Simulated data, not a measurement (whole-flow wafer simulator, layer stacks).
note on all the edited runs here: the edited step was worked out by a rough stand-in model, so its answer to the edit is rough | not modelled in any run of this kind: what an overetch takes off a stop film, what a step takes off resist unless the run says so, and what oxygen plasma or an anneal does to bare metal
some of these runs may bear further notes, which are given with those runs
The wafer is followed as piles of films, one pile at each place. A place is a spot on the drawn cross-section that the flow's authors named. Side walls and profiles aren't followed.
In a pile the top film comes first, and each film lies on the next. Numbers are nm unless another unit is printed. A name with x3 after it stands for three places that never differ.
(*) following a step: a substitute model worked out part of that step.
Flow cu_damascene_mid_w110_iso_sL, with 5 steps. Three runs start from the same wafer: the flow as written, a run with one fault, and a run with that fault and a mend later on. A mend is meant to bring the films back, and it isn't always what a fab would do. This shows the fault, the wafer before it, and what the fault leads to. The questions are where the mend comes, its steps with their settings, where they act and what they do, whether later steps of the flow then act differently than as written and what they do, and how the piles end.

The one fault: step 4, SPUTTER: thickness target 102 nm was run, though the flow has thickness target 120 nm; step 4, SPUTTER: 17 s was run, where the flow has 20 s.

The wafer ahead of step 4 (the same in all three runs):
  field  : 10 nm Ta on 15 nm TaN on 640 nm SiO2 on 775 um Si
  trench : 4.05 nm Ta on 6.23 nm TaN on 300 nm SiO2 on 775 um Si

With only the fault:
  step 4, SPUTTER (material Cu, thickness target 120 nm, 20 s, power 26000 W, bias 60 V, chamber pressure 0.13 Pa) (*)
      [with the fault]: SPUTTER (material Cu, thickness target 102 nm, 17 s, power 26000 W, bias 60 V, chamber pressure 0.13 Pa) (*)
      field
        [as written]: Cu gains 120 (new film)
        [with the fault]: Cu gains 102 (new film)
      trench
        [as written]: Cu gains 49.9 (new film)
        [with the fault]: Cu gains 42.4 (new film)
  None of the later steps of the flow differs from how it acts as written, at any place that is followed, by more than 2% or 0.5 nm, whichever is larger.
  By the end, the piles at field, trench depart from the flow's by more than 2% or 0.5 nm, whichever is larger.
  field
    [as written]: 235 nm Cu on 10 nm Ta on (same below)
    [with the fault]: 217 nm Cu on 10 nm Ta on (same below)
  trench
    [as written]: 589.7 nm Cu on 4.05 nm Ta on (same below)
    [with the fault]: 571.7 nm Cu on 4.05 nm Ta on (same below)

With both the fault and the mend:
  The mend stands after step 4.
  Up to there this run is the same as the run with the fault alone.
  step 4a, SPUTTER (material Cu, thickness target 18 nm, 3 s, power 26000 W, bias 60 V, chamber pressure 0.13 Pa) (*) (a further turn of the flow's step 4, with different settings)
      field
        Cu gains 18
      trench
        Cu gains 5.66
  None of the later steps of the flow differs from how it acts as written, at any place that is followed, by more than 2% or 0.5 nm, whichever is larger.
  At every place that both follow, the piles at the end match the flow's.
